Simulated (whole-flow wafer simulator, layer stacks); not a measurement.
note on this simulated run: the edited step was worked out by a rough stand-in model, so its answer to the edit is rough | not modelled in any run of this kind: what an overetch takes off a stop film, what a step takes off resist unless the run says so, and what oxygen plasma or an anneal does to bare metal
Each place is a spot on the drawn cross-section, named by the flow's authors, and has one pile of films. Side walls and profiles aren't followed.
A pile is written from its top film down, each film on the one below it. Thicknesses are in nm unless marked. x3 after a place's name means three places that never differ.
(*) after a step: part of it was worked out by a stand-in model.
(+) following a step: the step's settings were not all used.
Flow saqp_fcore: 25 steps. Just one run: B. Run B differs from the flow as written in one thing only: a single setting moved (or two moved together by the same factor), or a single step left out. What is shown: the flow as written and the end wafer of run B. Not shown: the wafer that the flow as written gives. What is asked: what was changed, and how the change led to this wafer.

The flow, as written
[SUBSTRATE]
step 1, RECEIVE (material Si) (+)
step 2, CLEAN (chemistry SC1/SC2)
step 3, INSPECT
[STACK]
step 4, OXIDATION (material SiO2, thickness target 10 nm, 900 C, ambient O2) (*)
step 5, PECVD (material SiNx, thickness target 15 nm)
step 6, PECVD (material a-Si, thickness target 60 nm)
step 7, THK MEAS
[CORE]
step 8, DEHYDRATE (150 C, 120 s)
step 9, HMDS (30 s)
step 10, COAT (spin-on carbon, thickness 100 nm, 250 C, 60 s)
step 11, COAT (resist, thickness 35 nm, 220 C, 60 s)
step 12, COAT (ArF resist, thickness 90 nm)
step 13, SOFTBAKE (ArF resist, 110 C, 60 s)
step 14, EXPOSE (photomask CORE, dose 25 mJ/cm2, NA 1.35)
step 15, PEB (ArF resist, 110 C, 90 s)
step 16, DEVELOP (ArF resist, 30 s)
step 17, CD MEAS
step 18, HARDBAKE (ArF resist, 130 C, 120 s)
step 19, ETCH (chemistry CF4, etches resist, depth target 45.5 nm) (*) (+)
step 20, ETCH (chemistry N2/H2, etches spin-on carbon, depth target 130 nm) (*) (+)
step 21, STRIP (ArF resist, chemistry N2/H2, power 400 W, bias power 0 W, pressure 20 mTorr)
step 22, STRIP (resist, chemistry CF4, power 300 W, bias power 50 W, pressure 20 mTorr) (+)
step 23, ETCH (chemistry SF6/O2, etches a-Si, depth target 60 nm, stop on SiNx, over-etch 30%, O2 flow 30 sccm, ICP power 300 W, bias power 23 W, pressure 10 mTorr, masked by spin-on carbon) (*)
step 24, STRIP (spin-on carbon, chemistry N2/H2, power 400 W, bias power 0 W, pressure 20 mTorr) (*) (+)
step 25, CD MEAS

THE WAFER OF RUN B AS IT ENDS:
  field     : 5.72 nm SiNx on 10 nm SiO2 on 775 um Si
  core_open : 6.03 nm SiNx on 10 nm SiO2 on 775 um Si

The reason: step 23, ETCH: depth target 85.5 nm was run, though the flow has depth target 60 nm.

Step by step, how the change led to this:
  step 23, ETCH (chemistry SF6/O2, etches a-Si, depth target 60 nm, stop on SiNx, over-etch 30%, O2 flow 30 sccm, ICP power 300 W, bias power 23 W, pressure 10 mTorr, masked by spin-on carbon) (*)
      field: -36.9 a-Si (all of it), -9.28 SiNx (it would be, as written: -36.9 a-Si (all of it), -5.14 SiNx)
      core_open: -39.4 a-Si (all of it), -8.97 SiNx (it would be, as written: -39.4 a-Si (all of it), -4.82 SiNx)
